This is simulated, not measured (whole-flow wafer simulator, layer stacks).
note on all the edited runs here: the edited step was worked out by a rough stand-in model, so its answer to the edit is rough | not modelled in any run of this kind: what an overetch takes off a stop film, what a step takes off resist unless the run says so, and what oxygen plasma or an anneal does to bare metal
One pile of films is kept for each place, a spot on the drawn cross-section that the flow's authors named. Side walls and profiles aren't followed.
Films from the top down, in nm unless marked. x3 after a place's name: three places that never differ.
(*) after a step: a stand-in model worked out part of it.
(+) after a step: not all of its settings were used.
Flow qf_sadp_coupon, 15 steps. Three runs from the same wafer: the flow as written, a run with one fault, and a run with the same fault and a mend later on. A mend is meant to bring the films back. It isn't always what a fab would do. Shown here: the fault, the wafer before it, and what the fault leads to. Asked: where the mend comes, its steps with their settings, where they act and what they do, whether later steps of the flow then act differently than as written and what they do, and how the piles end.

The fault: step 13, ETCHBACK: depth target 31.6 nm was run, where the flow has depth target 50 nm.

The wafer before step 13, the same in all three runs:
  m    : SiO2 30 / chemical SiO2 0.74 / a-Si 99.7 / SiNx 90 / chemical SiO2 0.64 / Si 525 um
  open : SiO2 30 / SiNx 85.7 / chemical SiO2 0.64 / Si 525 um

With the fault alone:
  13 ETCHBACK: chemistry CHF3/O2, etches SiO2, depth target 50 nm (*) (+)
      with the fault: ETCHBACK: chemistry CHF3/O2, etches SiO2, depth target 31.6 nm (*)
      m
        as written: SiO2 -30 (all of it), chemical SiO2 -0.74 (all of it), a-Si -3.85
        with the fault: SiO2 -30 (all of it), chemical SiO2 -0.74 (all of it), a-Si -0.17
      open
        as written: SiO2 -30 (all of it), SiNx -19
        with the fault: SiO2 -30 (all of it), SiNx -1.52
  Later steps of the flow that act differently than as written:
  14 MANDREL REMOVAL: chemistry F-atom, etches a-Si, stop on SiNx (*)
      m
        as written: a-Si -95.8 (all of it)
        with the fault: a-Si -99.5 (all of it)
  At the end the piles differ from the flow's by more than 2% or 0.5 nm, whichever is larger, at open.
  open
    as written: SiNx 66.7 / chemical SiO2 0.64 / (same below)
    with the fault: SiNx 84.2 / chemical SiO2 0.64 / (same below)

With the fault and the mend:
  The mend comes after step 13.
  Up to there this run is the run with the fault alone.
  13a ETCHBACK: chemistry CHF3/O2, etches SiO2, depth target 18.4 nm (*) (+) (the flow's step 13 once more, with other settings)
      m
        a-Si -3.68
      open
        SiNx -17.5
  No later step of the flow acts differently than as written at any place that is followed.
  At the end the piles are the same as the flow's at every place that both follow.
